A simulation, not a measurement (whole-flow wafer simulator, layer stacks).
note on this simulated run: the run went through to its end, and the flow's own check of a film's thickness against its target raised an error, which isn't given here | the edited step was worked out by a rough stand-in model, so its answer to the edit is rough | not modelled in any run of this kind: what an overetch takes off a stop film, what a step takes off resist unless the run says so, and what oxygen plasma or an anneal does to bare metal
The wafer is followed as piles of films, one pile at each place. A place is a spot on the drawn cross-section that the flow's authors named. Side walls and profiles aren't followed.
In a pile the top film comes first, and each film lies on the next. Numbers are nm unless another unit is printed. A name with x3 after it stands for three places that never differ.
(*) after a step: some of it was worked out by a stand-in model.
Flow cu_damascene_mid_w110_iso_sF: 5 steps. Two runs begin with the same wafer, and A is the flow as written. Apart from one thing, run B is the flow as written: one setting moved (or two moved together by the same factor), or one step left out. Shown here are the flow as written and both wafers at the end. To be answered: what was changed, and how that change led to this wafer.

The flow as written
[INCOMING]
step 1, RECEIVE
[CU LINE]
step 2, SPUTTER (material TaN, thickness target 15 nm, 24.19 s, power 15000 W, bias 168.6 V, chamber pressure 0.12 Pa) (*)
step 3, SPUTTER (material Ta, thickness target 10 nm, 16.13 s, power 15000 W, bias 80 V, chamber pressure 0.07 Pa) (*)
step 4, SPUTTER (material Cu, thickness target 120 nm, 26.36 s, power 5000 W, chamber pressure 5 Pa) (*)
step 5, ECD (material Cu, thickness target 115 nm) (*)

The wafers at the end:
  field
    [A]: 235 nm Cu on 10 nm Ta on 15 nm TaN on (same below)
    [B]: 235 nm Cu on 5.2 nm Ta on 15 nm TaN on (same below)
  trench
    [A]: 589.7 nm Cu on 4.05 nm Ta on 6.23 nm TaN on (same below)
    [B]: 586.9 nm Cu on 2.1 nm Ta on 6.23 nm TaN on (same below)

What caused this: step 3, SPUTTER: thickness target 5.2 nm was run, though the flow has thickness target 10 nm; step 3, SPUTTER: 8.47 s was run, where the flow has 16.13 s.
The wafer itself shows it: field has Ta 5.2, and step 3 as written asks for 10 nm.

Step by step, how the change led to this:
  step 3, SPUTTER (material Ta, thickness target 10 nm, 16.13 s, power 15000 W, bias 80 V, chamber pressure 0.07 Pa) (*)
      field: A +10 Ta (new film) | B +5.2 Ta (new film)
      trench: A +4.05 Ta (new film) | B +2.1 Ta (new film)
